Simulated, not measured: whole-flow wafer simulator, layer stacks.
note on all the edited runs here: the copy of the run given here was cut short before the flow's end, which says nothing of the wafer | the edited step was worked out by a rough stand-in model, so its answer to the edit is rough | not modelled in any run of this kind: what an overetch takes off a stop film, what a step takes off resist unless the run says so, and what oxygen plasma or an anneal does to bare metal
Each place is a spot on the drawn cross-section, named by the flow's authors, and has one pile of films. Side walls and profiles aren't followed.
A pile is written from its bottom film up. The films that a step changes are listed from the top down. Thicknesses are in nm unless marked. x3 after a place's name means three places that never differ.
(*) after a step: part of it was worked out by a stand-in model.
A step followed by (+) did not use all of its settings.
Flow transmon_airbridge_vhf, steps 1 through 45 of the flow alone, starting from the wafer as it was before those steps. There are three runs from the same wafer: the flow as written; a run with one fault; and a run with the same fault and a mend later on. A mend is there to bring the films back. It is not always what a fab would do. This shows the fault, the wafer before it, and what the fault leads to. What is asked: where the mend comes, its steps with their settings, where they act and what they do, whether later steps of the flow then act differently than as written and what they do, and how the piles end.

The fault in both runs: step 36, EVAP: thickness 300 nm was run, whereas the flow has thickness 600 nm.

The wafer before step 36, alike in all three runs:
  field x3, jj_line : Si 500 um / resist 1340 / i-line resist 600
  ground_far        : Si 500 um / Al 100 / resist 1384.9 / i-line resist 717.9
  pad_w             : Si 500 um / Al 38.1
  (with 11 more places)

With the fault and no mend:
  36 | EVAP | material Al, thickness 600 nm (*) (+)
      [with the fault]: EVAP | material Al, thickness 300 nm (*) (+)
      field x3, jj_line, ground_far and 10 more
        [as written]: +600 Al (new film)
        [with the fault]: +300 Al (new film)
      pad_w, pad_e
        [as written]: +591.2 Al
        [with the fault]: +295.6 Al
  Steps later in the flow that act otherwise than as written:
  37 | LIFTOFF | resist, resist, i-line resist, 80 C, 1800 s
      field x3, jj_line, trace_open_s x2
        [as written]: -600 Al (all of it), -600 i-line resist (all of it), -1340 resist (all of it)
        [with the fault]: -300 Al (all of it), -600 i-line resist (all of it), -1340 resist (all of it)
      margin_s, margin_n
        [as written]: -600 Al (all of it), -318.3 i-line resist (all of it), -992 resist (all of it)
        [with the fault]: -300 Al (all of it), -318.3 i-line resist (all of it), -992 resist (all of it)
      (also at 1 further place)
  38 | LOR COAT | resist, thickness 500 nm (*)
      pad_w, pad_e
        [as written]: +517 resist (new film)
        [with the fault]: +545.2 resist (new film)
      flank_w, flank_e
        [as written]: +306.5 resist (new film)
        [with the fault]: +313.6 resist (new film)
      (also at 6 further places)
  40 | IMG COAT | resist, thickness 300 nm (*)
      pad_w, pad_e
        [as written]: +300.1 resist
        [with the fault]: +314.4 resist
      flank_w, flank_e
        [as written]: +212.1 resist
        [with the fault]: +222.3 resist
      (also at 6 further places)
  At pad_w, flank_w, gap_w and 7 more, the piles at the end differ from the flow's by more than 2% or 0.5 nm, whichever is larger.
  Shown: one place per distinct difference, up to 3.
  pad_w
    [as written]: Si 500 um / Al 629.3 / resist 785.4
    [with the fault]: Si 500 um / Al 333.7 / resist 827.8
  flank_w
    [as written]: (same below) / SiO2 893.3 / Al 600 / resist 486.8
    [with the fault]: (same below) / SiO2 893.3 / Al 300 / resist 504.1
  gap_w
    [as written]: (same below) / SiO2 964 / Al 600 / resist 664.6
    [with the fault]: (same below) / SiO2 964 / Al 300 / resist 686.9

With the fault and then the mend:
  The mend stands after step 36.
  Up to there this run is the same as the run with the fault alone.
  36a | EVAP | material Al, thickness 300 nm (*) (+) (a further turn of the flow's step 36, with different settings)
      field x3, jj_line, ground_far and 10 more
        +300 Al
      pad_w, pad_e
        +295.6 Al
  Every later step of the flow that is run acts as written, at every place that is followed, to within 2% or 0.5 nm, whichever is larger.
  When the end is reached, the piles differ only a little from the flow's at the places that both follow, at most by 2% or 0.5 nm, whichever is larger.
